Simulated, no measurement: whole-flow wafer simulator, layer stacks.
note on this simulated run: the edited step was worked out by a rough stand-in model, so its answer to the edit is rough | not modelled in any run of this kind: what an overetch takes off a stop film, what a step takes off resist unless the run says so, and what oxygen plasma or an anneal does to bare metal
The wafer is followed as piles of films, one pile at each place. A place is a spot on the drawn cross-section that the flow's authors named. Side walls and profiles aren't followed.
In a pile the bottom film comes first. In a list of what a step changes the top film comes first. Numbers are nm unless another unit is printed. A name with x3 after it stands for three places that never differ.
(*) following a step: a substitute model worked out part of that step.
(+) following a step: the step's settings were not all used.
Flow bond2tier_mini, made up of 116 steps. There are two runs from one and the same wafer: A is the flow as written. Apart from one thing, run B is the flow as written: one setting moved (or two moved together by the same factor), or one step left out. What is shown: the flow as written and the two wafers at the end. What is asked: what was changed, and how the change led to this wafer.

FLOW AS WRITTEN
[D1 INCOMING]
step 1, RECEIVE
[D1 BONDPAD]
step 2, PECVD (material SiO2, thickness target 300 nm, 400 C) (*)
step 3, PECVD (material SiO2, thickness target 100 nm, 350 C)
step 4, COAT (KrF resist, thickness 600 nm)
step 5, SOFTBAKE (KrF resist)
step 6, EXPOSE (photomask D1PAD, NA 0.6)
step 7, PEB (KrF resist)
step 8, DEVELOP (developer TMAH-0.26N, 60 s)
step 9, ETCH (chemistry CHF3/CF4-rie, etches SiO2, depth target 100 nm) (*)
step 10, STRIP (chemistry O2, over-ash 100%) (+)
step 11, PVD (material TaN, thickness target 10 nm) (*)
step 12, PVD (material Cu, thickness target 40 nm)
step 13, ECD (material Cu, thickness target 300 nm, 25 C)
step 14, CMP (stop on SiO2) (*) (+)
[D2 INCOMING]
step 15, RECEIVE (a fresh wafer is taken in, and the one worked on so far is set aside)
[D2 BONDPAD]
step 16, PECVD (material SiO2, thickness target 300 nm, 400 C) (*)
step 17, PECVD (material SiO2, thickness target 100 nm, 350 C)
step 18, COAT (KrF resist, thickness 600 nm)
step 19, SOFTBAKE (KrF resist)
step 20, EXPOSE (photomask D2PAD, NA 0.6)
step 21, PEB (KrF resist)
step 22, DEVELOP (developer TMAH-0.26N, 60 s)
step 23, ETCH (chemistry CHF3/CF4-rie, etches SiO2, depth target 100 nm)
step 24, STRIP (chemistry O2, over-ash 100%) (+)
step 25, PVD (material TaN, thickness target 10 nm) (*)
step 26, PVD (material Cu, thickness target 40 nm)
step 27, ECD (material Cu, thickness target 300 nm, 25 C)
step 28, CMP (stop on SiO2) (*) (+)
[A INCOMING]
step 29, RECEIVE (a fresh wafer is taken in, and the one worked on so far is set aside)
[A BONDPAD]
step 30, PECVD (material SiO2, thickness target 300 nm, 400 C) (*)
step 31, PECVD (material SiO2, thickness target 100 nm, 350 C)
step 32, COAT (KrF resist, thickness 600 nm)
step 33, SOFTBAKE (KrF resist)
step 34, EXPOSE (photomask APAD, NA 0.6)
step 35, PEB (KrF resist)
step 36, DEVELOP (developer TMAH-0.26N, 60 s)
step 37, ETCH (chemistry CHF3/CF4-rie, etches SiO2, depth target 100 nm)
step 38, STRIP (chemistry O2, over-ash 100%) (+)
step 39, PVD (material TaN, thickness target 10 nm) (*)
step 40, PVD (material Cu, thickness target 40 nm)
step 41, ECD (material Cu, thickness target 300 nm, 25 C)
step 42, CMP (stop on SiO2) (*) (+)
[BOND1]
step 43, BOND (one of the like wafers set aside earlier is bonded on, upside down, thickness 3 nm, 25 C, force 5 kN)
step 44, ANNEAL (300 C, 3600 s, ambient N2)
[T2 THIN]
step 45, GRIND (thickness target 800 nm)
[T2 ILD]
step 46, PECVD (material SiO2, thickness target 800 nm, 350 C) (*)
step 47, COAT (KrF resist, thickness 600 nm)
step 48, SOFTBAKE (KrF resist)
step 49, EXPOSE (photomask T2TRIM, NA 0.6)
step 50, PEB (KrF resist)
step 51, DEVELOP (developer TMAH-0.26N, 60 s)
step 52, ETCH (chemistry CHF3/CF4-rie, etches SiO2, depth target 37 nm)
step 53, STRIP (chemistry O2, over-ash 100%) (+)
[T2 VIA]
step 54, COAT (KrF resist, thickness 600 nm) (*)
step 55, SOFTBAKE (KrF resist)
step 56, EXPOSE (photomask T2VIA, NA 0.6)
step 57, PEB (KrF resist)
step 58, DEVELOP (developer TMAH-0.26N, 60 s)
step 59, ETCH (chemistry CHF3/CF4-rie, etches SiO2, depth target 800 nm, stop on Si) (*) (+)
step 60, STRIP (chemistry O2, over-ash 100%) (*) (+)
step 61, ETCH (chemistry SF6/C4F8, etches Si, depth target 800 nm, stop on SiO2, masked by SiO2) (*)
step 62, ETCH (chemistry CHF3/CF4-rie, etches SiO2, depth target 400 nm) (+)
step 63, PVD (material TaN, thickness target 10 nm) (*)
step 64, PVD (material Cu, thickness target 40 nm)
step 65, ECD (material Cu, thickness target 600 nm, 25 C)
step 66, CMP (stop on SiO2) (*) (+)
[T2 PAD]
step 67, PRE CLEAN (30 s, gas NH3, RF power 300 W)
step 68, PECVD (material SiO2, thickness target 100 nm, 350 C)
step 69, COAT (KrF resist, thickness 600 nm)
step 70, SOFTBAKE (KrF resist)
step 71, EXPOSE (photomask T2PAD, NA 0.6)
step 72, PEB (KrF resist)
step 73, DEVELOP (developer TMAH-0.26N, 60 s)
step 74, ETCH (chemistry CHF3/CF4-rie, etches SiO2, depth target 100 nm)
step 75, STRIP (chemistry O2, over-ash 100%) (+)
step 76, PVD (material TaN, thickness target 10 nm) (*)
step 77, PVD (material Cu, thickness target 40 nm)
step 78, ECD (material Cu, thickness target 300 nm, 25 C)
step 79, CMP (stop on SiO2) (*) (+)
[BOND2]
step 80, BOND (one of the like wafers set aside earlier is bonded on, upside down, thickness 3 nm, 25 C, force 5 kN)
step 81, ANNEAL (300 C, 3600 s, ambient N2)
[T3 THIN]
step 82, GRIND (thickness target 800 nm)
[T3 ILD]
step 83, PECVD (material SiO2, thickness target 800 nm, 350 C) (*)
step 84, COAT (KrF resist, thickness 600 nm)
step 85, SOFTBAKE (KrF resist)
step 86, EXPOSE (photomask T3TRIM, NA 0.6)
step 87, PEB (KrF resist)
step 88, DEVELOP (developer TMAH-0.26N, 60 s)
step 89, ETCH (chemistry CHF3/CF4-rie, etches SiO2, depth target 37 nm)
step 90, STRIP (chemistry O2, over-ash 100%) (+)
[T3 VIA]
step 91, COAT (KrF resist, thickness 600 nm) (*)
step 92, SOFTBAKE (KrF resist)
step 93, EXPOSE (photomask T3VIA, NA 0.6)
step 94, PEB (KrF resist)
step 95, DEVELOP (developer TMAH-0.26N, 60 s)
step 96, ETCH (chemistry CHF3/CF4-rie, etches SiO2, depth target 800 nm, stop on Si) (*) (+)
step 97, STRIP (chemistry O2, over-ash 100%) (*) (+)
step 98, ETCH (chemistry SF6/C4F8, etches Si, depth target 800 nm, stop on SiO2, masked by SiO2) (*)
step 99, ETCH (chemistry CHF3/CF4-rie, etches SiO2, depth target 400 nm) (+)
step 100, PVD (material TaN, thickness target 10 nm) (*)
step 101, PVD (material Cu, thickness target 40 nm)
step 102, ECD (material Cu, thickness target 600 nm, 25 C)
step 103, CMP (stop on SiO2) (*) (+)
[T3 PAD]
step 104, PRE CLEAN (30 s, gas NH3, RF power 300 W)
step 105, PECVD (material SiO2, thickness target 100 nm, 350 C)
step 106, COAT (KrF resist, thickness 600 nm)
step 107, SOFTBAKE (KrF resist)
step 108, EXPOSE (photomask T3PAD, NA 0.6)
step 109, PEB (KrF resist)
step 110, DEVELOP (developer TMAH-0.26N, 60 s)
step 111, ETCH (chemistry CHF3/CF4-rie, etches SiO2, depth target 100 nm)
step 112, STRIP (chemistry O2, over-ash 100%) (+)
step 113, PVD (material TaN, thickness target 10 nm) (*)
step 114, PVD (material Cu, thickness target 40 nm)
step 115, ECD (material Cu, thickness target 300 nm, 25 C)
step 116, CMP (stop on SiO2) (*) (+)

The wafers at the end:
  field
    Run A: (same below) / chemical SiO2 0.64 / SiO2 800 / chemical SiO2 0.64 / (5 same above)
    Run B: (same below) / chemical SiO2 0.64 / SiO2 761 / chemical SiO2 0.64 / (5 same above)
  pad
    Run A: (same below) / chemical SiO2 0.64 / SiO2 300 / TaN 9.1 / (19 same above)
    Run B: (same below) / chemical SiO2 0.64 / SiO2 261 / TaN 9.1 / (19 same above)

What caused this: step 30, PECVD: thickness target 261 nm was run, whereas the flow has thickness target 300 nm.
The wafer lets one read it off: pad has SiO2 261, and step 30 as written asks for 300 nm.

Step by step, how the change led to this:
  step 30, PECVD (material SiO2, thickness target 300 nm, 400 C) (*)
      field, pad, via: A SiO2 gains 300 (new film) | B SiO2 gains 261 (new film)
